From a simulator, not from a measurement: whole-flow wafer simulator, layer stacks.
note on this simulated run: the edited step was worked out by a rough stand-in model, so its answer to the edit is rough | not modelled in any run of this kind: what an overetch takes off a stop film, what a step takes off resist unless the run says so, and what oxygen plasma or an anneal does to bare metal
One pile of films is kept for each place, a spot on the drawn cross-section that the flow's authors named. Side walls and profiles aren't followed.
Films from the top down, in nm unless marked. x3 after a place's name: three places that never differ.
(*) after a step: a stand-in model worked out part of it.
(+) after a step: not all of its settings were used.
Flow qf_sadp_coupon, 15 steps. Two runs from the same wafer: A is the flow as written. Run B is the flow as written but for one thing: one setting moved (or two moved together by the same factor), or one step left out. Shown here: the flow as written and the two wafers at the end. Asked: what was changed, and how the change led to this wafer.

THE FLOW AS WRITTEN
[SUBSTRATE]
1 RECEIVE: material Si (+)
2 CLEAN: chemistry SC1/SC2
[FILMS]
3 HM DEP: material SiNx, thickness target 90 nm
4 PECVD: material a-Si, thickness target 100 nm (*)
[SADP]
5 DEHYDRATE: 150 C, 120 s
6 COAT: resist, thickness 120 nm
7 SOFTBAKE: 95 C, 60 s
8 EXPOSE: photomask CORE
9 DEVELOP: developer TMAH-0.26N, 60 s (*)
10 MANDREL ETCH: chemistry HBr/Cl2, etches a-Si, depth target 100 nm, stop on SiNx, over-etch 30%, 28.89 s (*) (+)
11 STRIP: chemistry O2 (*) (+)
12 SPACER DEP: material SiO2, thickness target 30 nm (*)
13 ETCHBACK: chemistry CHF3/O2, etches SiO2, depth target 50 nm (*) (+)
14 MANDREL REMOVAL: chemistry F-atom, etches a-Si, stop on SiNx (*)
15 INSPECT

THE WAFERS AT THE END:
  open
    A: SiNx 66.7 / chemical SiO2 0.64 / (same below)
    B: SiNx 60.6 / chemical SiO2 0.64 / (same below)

The cause: step 4, PECVD: thickness target 57.5 nm was run, where the flow has thickness target 100 nm.

How the change led to this, step by step:
  4 PECVD: material a-Si, thickness target 100 nm (*)
      m, open: A a-Si +100 (new film) | B a-Si +57.5 (new film)
  10 MANDREL ETCH: chemistry HBr/Cl2, etches a-Si, depth target 100 nm, stop on SiNx, over-etch 30%, 28.89 s (*) (+)
      open: A a-Si -100 (all of it), SiNx -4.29 | B a-Si -57.5 (all of it), SiNx -10.4
  14 MANDREL REMOVAL: chemistry F-atom, etches a-Si, stop on SiNx (*)
      m: A a-Si -95.8 (all of it) | B a-Si -53.3 (all of it)
